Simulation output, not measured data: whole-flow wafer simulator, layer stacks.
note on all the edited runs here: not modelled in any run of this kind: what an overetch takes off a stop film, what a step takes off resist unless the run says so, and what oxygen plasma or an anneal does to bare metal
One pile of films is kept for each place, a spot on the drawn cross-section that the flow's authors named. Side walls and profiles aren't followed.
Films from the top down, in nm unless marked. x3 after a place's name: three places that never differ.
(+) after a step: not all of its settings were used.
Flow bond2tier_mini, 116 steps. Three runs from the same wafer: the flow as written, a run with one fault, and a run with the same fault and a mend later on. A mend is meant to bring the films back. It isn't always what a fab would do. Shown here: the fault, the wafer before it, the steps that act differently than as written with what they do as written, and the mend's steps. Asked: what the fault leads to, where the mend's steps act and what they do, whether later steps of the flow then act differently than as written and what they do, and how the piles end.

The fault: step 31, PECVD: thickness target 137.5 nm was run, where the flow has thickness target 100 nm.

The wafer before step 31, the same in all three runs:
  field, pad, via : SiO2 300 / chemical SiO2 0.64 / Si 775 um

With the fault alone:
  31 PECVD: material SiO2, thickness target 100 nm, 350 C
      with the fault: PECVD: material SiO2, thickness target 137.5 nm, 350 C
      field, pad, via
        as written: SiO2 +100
        with the fault: SiO2 +137.5
  No later step of the flow acts differently than as written at any place that is followed.
  At the end the piles differ from the flow's by more than 2% or 0.5 nm, whichever is larger, at field, pad.
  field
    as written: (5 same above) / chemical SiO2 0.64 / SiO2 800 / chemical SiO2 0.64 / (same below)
    with the fault: (5 same above) / chemical SiO2 0.64 / SiO2 837.5 / chemical SiO2 0.64 / (same below)
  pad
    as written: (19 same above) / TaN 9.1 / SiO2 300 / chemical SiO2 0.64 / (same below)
    with the fault: (19 same above) / TaN 9.1 / SiO2 337.5 / chemical SiO2 0.64 / (same below)

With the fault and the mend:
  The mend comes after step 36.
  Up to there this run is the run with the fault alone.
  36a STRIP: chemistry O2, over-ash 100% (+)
      field
        KrF resist -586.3 (all of it)
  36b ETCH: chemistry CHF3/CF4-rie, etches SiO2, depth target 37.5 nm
      field, pad, via
        SiO2 -37.5
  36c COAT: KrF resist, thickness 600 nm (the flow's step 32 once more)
      field, pad, via
        KrF resist +600 (new film)
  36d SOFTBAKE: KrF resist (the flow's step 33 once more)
      changes no film at any place that is followed
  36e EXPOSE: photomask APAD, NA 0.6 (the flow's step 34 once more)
      changes no film at any place that is followed
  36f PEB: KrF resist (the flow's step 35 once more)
      changes no film at any place that is followed
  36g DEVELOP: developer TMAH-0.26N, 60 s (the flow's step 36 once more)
      pad, via
        KrF resist -600 (all of it)
      field
        KrF resist -13.7
  No later step of the flow acts differently than as written at any place that is followed.
  At the end the piles are the same as the flow's at every place that both follow.
